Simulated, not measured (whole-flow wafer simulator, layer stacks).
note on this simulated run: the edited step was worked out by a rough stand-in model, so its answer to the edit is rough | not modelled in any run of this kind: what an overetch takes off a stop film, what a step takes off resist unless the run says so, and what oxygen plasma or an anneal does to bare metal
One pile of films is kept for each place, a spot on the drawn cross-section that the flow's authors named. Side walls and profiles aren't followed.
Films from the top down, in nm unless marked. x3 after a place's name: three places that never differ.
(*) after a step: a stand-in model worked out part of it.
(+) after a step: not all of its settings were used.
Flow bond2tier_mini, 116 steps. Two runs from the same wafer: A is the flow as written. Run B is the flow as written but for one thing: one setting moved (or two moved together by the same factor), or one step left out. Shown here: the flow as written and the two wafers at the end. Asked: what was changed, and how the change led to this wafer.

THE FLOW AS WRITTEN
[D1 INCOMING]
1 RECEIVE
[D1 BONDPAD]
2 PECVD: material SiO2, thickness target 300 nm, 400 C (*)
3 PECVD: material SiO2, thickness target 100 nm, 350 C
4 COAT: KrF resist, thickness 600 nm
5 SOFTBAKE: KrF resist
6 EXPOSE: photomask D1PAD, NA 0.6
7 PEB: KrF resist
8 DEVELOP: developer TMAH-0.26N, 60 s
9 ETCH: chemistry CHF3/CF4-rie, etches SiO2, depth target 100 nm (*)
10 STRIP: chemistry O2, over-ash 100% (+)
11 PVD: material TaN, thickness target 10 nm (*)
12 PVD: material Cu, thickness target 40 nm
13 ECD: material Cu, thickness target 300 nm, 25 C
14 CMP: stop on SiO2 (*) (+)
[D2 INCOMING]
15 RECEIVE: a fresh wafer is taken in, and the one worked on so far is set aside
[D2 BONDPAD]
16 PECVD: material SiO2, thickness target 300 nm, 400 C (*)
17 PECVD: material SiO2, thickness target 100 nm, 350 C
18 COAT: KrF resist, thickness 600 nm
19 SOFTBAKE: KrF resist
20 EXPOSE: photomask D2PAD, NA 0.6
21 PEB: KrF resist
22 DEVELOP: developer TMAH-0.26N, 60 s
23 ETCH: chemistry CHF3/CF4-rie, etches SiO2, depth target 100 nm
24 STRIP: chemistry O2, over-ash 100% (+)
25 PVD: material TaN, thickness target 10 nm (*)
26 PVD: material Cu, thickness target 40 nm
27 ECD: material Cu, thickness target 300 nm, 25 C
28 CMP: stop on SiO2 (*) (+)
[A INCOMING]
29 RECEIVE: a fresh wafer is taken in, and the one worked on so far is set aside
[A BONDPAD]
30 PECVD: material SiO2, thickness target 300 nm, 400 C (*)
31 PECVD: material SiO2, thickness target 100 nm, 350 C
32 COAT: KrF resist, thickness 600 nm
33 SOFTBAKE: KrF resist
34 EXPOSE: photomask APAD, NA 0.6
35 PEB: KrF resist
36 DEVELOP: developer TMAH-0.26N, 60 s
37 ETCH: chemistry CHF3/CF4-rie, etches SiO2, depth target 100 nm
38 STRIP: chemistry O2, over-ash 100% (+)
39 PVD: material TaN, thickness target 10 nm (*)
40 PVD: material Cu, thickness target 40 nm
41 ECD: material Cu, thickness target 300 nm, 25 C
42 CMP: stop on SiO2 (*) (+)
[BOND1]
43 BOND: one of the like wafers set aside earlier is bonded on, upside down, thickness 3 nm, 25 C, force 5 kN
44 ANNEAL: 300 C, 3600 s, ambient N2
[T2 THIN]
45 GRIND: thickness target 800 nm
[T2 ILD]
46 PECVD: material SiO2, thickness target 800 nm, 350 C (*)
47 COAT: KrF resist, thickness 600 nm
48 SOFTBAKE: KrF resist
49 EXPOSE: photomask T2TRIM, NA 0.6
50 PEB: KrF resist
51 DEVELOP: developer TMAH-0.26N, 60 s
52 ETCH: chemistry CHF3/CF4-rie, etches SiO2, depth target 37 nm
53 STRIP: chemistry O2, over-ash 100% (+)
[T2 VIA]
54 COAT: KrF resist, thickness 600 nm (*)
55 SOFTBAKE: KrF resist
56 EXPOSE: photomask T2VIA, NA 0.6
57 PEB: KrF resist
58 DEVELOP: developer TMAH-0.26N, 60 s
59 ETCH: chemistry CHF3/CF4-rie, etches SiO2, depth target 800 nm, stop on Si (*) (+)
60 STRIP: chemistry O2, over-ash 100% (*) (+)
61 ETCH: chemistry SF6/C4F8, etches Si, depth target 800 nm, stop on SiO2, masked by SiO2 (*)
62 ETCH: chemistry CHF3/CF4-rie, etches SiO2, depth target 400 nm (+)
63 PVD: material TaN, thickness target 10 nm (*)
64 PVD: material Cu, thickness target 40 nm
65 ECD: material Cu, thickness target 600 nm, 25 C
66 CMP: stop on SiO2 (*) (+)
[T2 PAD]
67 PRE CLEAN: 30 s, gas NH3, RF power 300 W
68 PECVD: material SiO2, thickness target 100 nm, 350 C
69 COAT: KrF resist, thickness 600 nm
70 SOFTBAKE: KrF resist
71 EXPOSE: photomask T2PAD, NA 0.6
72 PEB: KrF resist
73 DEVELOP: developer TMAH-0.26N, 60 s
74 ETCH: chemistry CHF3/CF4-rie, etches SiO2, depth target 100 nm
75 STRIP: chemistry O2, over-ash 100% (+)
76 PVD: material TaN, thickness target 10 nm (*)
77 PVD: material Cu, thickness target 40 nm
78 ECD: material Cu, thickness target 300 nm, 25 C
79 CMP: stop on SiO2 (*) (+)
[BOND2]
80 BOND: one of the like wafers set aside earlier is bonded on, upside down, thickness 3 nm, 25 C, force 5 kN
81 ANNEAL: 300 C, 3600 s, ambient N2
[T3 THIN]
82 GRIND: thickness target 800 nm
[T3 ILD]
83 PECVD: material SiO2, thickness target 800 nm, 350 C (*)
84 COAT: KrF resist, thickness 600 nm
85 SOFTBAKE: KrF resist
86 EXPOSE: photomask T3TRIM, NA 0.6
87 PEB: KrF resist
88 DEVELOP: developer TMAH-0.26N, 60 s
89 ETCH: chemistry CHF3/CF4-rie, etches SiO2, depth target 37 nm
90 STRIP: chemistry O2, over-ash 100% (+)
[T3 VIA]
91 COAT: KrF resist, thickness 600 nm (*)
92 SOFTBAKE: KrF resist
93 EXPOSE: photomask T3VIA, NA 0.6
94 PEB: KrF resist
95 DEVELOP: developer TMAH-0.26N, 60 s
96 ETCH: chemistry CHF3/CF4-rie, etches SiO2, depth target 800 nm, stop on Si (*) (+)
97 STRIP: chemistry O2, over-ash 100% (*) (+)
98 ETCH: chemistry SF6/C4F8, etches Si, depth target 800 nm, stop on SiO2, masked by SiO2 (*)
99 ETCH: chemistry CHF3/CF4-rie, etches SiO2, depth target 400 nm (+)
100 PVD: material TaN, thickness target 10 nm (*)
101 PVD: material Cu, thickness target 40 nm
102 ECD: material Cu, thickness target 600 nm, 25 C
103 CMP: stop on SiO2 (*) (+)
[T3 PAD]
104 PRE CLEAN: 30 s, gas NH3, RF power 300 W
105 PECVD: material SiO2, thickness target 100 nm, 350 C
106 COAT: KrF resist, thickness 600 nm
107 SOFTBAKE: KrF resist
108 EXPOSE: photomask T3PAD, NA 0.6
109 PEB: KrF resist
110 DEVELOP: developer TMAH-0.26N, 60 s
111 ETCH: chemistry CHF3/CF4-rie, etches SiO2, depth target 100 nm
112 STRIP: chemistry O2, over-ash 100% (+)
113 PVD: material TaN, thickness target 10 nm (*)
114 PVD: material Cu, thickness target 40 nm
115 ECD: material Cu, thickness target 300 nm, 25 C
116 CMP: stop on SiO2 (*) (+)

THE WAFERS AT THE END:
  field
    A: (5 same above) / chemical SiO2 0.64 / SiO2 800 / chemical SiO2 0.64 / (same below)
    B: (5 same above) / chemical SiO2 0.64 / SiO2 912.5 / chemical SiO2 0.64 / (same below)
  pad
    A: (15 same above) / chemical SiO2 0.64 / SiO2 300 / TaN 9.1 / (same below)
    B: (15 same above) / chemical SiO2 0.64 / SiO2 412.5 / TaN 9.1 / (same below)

The cause: step 2, PECVD: thickness target 412.5 nm was run, where the flow has thickness target 300 nm.
It can be read off the wafer: pad has SiO2 412.5, and step 2 as written asks for 300 nm.

How the change led to this, step by step:
  2 PECVD: material SiO2, thickness target 300 nm, 400 C (*)
      field, pad, via: A SiO2 +300 (new film) | B SiO2 +412.5 (new film)
  43 BOND: one of the like wafers set aside earlier is bonded on, upside down, thickness 3 nm, 25 C, force 5 kN
      field: A Si +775 um (new film), chemical SiO2 +0.64 (new film), SiO2 +400 | B Si +775 um (new film), chemical SiO2 +0.64 (new film), SiO2 +512.5
      pad: A Si +775 um (new film), chemical SiO2 +0.64 (new film), SiO2 +300 (new film), TaN +9.1 (new film), Cu +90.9 | B Si +775 um (new film), chemical SiO2 +0.64 (new film), SiO2 +412.5 (new film), TaN +9.1 (new film), Cu +90.9
      (and at 1 more place)
